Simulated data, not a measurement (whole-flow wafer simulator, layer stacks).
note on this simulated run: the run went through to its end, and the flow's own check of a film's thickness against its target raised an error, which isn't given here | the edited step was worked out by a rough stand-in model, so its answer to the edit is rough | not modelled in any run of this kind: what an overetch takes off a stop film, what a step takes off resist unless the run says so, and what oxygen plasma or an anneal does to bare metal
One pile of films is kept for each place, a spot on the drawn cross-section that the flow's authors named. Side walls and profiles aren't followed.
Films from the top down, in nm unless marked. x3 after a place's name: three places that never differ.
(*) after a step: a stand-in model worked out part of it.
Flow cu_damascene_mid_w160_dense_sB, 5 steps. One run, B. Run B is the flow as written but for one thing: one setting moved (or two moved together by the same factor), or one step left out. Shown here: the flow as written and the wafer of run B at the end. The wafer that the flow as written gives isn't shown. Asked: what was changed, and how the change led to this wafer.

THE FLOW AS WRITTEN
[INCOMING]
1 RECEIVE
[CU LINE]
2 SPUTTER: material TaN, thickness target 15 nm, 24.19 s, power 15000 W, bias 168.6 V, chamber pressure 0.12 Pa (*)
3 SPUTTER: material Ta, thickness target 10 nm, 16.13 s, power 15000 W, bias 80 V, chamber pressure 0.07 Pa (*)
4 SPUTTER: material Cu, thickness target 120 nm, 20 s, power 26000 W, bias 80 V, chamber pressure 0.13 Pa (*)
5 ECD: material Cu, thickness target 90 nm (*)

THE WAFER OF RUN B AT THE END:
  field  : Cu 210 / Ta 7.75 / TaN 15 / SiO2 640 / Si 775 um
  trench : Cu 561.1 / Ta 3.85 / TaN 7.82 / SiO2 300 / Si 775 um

The cause: step 3, SPUTTER: power 11620 W was run, where the flow has power 15000 W.

How the change led to this, step by step:
  3 SPUTTER: material Ta, thickness target 10 nm, 16.13 s, power 15000 W, bias 80 V, chamber pressure 0.07 Pa (*)
      field: Ta +7.75 (new film) (as written it would be: Ta +10 (new film))
      trench: Ta +3.85 (new film) (as written it would be: Ta +5.14 (new film))
